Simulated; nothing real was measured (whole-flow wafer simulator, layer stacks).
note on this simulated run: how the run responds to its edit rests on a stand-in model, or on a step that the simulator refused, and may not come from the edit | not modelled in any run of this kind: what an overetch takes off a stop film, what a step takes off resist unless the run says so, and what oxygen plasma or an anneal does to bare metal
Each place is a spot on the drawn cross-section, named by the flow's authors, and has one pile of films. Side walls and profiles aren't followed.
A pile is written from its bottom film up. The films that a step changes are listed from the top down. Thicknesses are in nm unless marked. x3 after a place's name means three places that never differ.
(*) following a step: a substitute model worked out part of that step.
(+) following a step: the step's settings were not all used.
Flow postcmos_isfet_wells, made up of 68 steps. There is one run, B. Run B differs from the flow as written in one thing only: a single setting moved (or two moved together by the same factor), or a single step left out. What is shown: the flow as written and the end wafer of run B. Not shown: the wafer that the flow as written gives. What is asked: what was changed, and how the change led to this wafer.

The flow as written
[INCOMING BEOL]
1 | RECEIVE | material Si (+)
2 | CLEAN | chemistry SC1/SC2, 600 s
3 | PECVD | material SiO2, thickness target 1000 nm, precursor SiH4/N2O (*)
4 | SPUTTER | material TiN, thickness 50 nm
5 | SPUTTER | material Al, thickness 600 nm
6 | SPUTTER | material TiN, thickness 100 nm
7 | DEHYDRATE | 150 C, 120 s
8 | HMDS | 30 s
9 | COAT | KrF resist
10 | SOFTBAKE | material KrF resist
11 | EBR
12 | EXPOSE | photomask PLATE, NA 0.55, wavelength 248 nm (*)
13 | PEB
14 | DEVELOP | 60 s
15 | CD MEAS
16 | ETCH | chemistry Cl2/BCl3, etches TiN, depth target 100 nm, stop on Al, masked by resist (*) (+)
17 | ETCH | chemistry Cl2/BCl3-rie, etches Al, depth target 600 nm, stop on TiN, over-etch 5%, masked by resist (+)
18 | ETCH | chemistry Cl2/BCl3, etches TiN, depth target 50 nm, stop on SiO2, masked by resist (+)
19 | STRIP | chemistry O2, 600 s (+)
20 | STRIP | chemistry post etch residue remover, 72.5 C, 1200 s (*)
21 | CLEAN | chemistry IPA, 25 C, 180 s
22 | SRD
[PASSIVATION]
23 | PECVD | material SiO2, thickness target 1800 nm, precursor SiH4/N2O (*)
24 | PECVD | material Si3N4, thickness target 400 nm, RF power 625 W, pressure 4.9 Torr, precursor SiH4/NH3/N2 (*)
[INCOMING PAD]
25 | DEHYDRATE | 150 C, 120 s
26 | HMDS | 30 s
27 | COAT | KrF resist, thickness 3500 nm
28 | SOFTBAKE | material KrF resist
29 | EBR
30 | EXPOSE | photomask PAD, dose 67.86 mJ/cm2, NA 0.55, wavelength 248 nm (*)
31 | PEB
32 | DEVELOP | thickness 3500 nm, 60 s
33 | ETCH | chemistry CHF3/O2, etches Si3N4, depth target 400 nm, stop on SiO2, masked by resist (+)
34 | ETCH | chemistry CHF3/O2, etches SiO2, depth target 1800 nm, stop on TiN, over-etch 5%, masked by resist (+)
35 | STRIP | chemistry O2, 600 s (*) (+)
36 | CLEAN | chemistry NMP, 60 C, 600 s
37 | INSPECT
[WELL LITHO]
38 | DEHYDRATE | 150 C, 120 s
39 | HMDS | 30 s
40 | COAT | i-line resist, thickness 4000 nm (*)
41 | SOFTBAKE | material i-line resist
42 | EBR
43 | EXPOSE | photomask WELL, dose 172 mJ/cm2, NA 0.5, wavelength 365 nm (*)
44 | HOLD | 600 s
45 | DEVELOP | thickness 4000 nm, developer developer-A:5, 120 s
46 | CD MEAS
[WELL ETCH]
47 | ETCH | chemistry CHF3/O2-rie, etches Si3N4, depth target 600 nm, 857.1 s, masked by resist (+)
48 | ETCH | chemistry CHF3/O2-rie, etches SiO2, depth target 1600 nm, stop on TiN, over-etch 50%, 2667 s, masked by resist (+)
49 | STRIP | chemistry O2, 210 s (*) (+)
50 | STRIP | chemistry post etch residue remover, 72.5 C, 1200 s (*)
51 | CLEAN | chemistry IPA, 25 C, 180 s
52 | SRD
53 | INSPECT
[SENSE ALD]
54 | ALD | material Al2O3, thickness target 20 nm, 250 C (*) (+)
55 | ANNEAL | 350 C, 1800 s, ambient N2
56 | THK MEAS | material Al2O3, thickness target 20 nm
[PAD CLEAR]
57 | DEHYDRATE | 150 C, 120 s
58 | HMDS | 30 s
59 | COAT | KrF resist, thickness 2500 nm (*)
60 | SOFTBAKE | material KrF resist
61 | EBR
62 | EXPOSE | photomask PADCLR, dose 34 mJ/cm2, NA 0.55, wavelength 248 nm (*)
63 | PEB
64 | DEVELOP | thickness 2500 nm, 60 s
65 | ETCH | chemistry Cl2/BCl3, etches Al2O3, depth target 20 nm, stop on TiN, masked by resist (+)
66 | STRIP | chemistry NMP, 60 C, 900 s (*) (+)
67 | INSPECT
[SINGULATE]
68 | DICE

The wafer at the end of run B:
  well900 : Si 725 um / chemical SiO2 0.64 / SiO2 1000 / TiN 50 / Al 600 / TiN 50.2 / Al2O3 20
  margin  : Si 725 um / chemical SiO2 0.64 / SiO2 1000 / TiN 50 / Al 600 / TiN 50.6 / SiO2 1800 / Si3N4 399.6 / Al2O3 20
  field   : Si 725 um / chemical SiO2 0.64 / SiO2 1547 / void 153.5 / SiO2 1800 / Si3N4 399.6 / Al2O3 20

The reason: step 6, SPUTTER: thickness 51 nm was run, though the flow has thickness 100 nm.

How this came from the change, step by step:
  6 | SPUTTER | material TiN, thickness 100 nm
      field, margin, well900, well1300 x3, pad_rim, pad_clr, pad_open: +51 TiN (new film) (it would be, as written: +100 TiN (new film))
  16 | ETCH | chemistry Cl2/BCl3, etches TiN, depth target 100 nm, stop on Al, masked by resist (*) (+)
      margin, well900, well1300 x3, pad_rim, pad_clr, pad_open: -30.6 KrF resist (it would be, as written: -40 KrF resist)
      field: -51 TiN (all of it) (it would be, as written: -100 TiN (all of it))
  23 | PECVD | material SiO2, thickness target 1800 nm, precursor SiH4/N2O (*)
      field: +1800 SiO2 (new film), +153.5 void (new film), +547 SiO2 (it would be, as written: +1800 SiO2 (new film), +189.9 void (new film), +559.7 SiO2)
